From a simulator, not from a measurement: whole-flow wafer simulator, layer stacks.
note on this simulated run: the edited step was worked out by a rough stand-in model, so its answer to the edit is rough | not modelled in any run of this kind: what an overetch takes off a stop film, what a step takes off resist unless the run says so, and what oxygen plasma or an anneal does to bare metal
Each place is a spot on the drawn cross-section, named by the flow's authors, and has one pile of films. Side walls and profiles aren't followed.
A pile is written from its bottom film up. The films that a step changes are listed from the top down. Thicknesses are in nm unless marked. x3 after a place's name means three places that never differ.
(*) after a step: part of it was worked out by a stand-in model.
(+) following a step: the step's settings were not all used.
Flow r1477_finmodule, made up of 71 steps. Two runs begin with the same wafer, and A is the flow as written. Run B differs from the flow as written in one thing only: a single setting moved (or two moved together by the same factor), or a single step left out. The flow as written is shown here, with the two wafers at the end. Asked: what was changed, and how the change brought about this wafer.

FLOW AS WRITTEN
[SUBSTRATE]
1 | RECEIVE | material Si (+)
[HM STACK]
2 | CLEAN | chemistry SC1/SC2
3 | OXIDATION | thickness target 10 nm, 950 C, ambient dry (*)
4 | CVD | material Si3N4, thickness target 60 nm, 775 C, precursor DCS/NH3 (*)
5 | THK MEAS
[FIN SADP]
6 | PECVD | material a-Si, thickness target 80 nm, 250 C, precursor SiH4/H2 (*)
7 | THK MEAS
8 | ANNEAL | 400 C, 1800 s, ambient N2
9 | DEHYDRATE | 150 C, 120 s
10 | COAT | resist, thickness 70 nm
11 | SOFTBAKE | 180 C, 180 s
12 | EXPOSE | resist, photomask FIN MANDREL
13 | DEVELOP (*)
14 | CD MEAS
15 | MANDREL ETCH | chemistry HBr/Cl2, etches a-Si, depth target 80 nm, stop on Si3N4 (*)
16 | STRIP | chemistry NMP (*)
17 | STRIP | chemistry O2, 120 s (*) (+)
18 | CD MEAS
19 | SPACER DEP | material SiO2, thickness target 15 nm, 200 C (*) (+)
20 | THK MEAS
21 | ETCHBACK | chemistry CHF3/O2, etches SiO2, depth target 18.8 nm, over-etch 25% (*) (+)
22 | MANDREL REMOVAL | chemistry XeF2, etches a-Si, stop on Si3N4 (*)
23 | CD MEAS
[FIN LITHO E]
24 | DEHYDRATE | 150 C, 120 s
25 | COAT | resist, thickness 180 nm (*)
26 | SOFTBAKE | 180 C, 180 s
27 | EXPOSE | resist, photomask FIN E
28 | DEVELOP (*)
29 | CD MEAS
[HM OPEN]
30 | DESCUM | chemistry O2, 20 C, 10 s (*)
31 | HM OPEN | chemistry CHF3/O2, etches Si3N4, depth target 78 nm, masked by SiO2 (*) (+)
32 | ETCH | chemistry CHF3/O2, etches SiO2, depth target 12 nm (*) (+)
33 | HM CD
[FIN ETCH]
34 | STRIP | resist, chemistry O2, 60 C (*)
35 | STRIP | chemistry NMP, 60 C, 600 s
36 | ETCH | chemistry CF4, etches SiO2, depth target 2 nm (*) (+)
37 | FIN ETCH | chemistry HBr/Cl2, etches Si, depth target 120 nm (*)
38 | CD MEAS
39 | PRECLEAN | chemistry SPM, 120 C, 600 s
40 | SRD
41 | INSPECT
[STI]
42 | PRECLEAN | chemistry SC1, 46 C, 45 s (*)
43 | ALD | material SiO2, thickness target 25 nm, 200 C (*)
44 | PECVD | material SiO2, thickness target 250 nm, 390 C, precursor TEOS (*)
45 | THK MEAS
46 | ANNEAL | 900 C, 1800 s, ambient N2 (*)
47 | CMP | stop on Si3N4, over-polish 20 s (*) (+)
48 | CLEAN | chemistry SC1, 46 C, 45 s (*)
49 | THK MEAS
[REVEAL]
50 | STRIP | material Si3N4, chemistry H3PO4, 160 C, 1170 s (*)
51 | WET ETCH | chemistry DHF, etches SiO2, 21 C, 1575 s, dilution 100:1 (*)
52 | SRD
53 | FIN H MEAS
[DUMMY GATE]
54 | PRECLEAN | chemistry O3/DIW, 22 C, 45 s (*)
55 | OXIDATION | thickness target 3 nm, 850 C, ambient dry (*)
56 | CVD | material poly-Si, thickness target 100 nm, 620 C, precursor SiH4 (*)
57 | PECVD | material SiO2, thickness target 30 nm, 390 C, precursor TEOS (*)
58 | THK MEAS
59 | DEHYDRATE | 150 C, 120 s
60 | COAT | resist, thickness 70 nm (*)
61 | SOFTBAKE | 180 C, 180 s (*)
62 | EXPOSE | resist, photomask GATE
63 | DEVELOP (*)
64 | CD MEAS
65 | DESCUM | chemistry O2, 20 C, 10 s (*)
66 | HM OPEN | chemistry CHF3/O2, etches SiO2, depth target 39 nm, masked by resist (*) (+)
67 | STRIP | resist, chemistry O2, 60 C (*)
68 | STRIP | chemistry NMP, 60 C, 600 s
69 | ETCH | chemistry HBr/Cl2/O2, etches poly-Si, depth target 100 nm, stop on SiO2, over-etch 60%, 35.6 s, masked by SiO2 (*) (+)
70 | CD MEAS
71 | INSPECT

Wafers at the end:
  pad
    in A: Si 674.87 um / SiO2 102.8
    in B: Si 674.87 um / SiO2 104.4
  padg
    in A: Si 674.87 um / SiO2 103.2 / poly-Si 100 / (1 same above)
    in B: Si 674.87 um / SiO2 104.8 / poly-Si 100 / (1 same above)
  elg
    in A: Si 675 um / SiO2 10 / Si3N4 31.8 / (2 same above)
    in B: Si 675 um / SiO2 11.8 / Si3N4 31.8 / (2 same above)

What caused this: step 3, OXIDATION: thickness target 11.8 nm was run, though the flow has thickness target 10 nm.
One can read it off the wafer: elg has SiO2 11.8, and step 3 as written asks for 10 nm.

The path from the change to this, step by step:
  3 | OXIDATION | thickness target 10 nm, 950 C, ambient dry (*)
      pad, padg, elg and 33 more: A +10 SiO2 (new film), -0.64 chemical SiO2 (all of it), -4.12 Si | B +11.8 SiO2 (new film), -0.64 chemical SiO2 (all of it), -4.91 Si
  31 | HM OPEN | chemistry CHF3/O2, etches Si3N4, depth target 78 nm, masked by SiO2 (*) (+)
      pad, padg, esg and 13 more: A -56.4 Si3N4 (all of it), -10 SiO2 (all of it) | B -56.4 Si3N4 (all of it), -10.8 SiO2
  32 | ETCH | chemistry CHF3/O2, etches SiO2, depth target 12 nm (*) (+)
      pad, padg, e40sg and 11 more: A -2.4 Si | B -0.99 SiO2 (all of it), -2.2 Si
      esg, eso: A -1.77 Si | B -0.99 SiO2 (all of it), -2.2 Si
      (also at 6 further places)
  47 | CMP | stop on Si3N4, over-polish 20 s (*) (+)
      pad, padg, e40sg and 11 more: A -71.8 SiO2 | B -70.2 SiO2
      eso: A -72.4 SiO2 | B -70.2 SiO2
  51 | WET ETCH | chemistry DHF, etches SiO2, 21 C, 1575 s, dilution 100:1 (*)
      s40sg_line, s45sg_line, s50sg_line, s40so_line, s45so_line, s50so_line: A -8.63 SiO2 (all of it) | B -10.4 SiO2 (all of it)
  67 | STRIP | resist, chemistry O2, 60 C (*)
      s40sg: A -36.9 resist (all of it) | B -35.2 resist (all of it)
      s45sg: A -36.9 resist (all of it) | B -35.1 resist (all of it)
      (also at 1 further place)
